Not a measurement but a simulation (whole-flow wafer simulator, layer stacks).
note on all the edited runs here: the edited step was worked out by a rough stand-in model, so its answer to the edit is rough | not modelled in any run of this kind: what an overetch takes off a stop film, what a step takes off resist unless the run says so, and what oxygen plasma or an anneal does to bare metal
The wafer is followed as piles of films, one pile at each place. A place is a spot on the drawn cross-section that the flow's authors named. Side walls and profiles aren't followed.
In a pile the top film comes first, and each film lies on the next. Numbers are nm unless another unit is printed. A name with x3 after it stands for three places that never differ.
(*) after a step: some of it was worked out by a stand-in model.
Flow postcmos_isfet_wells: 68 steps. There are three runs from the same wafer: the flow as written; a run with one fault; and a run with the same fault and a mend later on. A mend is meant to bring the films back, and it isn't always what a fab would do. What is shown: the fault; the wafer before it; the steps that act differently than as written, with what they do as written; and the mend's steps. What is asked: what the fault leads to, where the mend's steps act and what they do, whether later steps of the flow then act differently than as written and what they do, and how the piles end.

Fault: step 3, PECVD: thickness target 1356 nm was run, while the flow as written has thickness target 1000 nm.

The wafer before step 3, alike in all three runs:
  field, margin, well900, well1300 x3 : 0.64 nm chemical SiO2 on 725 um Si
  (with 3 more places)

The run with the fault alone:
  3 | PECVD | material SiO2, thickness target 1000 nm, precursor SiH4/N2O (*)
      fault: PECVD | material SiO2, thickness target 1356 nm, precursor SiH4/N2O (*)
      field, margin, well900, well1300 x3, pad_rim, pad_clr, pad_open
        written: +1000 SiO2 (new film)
        fault: +1356 SiO2 (new film)
  None of the later steps of the flow acts differently than as written at any place that is followed.
  At field, margin, well900, well1300 x3, pad_rim, pad_clr, pad_open, the piles at the end differ from the flow's by more than 2% or 0.5 nm, whichever is larger.
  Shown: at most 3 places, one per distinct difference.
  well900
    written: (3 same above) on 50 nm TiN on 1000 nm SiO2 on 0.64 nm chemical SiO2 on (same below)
    fault: (3 same above) on 50 nm TiN on 1356 nm SiO2 on 0.64 nm chemical SiO2 on (same below)
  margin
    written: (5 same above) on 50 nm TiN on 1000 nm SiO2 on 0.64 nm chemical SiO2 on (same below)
    fault: (5 same above) on 50 nm TiN on 1356 nm SiO2 on 0.64 nm chemical SiO2 on (same below)
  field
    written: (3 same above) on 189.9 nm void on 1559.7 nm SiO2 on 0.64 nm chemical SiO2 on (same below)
    fault: (3 same above) on 189.9 nm void on 1915.7 nm SiO2 on 0.64 nm chemical SiO2 on (same below)

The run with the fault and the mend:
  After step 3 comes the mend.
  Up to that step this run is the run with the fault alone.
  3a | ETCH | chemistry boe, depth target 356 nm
      field, margin, well900, well1300 x3, pad_rim, pad_clr, pad_open
        -356 SiO2
  None of the later steps of the flow acts differently than as written at any place that is followed.
  At every place that both follow, the piles at the end match the flow's.
